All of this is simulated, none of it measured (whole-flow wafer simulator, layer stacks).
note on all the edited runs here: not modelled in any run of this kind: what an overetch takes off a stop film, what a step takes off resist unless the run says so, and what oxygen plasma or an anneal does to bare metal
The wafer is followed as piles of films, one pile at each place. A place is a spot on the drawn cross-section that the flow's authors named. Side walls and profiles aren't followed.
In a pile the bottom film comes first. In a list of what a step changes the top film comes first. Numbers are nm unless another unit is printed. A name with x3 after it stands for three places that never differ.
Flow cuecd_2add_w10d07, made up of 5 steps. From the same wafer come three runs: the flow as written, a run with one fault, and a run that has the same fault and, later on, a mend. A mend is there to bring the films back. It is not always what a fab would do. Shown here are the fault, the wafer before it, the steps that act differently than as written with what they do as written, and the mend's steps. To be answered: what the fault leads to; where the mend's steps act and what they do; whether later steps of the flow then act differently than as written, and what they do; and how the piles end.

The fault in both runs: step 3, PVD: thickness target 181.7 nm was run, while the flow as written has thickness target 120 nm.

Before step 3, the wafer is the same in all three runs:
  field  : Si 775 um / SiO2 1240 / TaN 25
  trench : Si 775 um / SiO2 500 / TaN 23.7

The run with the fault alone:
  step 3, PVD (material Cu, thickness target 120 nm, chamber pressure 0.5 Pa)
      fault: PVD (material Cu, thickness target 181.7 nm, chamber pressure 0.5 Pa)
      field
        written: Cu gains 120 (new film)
        fault: Cu gains 181.7 (new film)
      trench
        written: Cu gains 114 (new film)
        fault: Cu gains 172.9 (new film)
  None of the later steps of the flow acts differently than as written at any place that is followed.
  The piles end different from the flow's at field, trench by more than 2% or 0.5 nm, whichever is larger.
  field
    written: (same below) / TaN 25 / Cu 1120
    fault: (same below) / TaN 25 / Cu 1181.7
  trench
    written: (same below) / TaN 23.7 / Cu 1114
    fault: (same below) / TaN 23.7 / Cu 1172.9

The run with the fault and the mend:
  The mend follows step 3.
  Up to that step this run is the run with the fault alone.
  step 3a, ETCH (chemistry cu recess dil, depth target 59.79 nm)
      field, trench
        Cu loses 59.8
  None of the later steps of the flow acts differently than as written at any place that is followed.
  When the end is reached, the piles differ only a little from the flow's at the places that both follow, at most by 2% or 0.5 nm, whichever is larger.
